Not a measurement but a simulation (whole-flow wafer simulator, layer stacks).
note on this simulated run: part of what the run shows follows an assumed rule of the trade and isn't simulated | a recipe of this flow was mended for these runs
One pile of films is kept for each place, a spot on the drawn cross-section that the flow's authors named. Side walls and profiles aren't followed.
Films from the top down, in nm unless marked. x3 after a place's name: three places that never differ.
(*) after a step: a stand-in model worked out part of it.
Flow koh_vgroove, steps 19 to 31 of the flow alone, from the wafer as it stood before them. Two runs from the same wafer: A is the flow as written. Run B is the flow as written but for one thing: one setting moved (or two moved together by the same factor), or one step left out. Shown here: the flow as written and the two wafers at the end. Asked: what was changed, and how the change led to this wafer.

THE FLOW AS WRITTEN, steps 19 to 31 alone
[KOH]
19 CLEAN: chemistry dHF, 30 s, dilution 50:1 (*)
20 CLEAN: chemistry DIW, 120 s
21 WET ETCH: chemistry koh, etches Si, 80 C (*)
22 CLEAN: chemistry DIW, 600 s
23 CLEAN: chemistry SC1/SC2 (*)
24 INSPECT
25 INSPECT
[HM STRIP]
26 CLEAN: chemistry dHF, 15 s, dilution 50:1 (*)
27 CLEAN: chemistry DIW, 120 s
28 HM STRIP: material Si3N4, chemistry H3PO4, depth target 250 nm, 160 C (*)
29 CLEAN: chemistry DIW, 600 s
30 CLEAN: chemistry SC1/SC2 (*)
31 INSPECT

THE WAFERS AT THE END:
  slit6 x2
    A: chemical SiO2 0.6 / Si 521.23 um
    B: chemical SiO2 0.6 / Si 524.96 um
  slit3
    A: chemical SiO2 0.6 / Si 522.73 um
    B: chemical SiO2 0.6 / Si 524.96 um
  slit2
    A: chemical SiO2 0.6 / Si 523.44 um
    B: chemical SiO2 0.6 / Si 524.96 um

The cause: step 21, WET ETCH: chemistry koh, etches Si, 80 C (*), was left out.

How the change led to this, step by step:
  (no step that both runs have acts differently by more than 2% or 0.5 nm, whichever is larger)
